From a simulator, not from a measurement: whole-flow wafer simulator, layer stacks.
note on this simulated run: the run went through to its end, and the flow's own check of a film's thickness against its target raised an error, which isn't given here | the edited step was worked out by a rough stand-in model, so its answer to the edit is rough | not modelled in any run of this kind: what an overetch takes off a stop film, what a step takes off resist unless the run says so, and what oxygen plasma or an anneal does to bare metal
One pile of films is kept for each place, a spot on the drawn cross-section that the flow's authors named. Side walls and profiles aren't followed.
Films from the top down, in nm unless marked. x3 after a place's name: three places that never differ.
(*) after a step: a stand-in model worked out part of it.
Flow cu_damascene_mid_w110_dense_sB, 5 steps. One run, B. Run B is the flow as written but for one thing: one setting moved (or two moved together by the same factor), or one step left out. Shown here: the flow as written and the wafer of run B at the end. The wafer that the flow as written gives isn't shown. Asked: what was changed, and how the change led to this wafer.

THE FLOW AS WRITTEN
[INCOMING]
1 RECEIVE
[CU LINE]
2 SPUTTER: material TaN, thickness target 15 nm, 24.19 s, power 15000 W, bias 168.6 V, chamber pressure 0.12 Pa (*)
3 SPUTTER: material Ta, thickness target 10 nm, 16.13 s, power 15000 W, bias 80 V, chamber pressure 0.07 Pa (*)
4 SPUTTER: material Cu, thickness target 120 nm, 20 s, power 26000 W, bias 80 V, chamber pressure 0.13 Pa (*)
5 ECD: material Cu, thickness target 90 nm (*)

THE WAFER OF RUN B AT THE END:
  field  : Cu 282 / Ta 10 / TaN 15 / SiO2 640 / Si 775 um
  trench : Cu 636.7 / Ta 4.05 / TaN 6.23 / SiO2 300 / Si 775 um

The cause: step 4, SPUTTER: thickness target 192 nm was run, where the flow has thickness target 120 nm.

How the change led to this, step by step:
  4 SPUTTER: material Cu, thickness target 120 nm, 20 s, power 26000 W, bias 80 V, chamber pressure 0.13 Pa (*)
      field: Cu +192 (new film) (as written it would be: Cu +120 (new film))
      trench: Cu +79.9 (new film) (as written it would be: Cu +49.9 (new film))
  5 ECD: material Cu, thickness target 90 nm (*)
      trench: Cu +556.8 (as written it would be: Cu +514.8)
